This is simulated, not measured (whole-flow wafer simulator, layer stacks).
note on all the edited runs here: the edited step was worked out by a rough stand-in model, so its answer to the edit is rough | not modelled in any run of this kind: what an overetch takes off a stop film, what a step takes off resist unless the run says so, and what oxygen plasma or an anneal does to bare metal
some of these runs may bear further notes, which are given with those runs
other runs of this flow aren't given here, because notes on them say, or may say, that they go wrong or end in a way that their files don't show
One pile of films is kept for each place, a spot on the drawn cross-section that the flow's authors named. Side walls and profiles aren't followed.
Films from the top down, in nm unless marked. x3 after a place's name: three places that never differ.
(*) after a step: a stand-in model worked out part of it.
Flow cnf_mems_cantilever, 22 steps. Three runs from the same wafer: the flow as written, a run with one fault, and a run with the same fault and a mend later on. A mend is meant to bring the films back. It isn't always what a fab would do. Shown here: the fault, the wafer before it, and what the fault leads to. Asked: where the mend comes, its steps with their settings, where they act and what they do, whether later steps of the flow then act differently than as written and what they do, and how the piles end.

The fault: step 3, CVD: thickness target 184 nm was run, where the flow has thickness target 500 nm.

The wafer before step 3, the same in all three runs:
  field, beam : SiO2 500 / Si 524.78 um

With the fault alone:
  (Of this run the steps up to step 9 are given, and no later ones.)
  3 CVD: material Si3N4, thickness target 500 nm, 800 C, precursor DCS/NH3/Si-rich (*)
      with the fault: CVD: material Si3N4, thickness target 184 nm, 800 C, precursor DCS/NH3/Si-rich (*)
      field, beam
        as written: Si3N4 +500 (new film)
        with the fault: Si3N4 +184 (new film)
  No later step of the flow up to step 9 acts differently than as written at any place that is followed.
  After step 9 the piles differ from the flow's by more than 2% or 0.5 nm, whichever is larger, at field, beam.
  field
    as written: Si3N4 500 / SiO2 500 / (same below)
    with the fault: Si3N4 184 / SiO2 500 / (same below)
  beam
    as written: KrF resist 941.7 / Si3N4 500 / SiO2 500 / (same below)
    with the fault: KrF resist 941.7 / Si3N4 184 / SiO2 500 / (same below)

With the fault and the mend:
  The mend comes after step 9.
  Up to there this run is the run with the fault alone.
  9a STRIP: chemistry O2, power 800 W (*)
      beam
        KrF resist -941.7 (all of it)
  9b CLEAN: chemistry SC1/SC2 (*) (the flow's step 1 once more)
      changes no film at any place that is followed
  9c CVD: material Si3N4, thickness target 316 nm, 800 C, precursor DCS/NH3/Si-rich (*) (the flow's step 3 once more, with other settings)
      field, beam
        Si3N4 +316
  9d HMDS (the flow's step 4 once more)
      changes no film at any place that is followed
  9e COAT: KrF resist, thickness 1000 nm (the flow's step 5 once more)
      field, beam
        KrF resist +1000 (new film)
  9f SOFTBAKE: KrF resist (the flow's step 6 once more)
      changes no film at any place that is followed
  9g EXPOSE: photomask CANTILEVER (the flow's step 7 once more)
      changes no film at any place that is followed
  9h PEB: KrF resist, 135 C, 90 s (the flow's step 8 once more)
      field, beam
        KrF resist -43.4
  9i DEVELOP: developer TMAH-0.26N, 60 s (the flow's step 9 once more)
      field
        KrF resist -956.6 (all of it)
      beam
        KrF resist -14.9
  No later step of the flow acts differently than as written at any place that is followed.
  At the end the piles are the same as the flow's at every place that both follow.
